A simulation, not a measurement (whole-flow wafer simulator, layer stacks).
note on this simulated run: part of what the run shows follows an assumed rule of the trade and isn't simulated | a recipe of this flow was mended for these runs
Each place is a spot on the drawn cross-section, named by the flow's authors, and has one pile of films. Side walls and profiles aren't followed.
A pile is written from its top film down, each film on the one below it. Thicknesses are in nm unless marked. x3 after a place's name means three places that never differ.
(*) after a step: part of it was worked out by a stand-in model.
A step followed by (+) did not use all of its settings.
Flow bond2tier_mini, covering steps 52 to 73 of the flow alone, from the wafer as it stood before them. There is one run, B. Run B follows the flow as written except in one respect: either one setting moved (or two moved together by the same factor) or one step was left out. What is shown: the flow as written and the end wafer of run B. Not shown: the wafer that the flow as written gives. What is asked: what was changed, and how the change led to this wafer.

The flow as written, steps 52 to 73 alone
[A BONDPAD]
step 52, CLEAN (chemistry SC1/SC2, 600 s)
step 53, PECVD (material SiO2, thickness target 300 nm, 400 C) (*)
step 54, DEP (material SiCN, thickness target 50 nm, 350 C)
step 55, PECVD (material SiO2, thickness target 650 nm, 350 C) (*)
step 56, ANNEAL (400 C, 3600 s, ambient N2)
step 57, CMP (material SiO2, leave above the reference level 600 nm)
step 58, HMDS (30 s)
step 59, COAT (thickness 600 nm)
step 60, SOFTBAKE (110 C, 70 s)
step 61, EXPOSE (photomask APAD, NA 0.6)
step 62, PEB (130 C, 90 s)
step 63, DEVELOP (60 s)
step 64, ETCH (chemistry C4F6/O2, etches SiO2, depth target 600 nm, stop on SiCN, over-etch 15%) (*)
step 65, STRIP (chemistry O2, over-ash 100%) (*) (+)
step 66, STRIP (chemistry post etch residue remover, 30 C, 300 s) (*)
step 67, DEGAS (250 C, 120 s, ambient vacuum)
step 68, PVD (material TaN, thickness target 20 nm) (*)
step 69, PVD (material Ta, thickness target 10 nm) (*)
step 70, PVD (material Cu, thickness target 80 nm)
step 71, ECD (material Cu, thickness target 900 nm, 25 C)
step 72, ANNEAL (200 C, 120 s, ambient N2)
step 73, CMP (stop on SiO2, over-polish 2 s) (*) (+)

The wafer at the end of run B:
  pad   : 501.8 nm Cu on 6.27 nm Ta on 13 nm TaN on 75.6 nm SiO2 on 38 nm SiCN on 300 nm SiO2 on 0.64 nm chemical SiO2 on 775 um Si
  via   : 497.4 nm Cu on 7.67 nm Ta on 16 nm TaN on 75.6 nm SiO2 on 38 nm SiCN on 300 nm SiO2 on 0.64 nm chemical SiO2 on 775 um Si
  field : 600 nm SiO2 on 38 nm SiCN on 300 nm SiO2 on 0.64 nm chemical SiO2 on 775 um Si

What caused this: step 54, DEP: thickness target 38 nm was run, though the flow has thickness target 50 nm; step 64, ETCH: depth target 456 nm was run, where the flow has depth target 600 nm.
The wafer itself shows it: field has SiCN 38, and step 54 as written asks for 50 nm.

The path from the change to this, step by step:
  step 54, DEP (material SiCN, thickness target 50 nm, 350 C)
      field, pad, via: SiCN gains 38 (new film) (in the flow as written it would be: SiCN gains 50 (new film))
  step 64, ETCH (chemistry C4F6/O2, etches SiO2, depth target 600 nm, stop on SiCN, over-etch 15%) (*)
      pad, via: SiO2 loses 524.4 (in the flow as written it would be: SiO2 loses 600 (all of it), SiCN loses 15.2)
      field: thick-KrF-resist loses 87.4 (in the flow as written it would be: thick-KrF-resist loses 115)
  step 65, STRIP (chemistry O2, over-ash 100%) (*) (+)
      field: thick-KrF-resist loses 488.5 (all of it) (in the flow as written it would be: thick-KrF-resist loses 460.9 (all of it))
  step 68, PVD (material TaN, thickness target 20 nm) (*)
      pad: TaN gains 13 (new film) (in the flow as written it would be: TaN gains 12.3 (new film))
      via: TaN gains 16 (new film) (in the flow as written it would be: TaN gains 14.9 (new film))
  step 69, PVD (material Ta, thickness target 10 nm) (*)
      via: Ta gains 7.67 (new film) (in the flow as written it would be: Ta gains 7.07 (new film))
  step 70, PVD (material Cu, thickness target 80 nm)
      pad: Cu gains 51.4 (new film) (in the flow as written it would be: Cu gains 48.4 (new film))
      via: Cu gains 63.5 (new film) (in the flow as written it would be: Cu gains 59 (new film))
  step 71, ECD (material Cu, thickness target 900 nm, 25 C)
      pad: Cu gains 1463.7 (in the flow as written it would be: Cu gains 1558.7)
      via: Cu gains 1447.3 (in the flow as written it would be: Cu gains 1544.3)
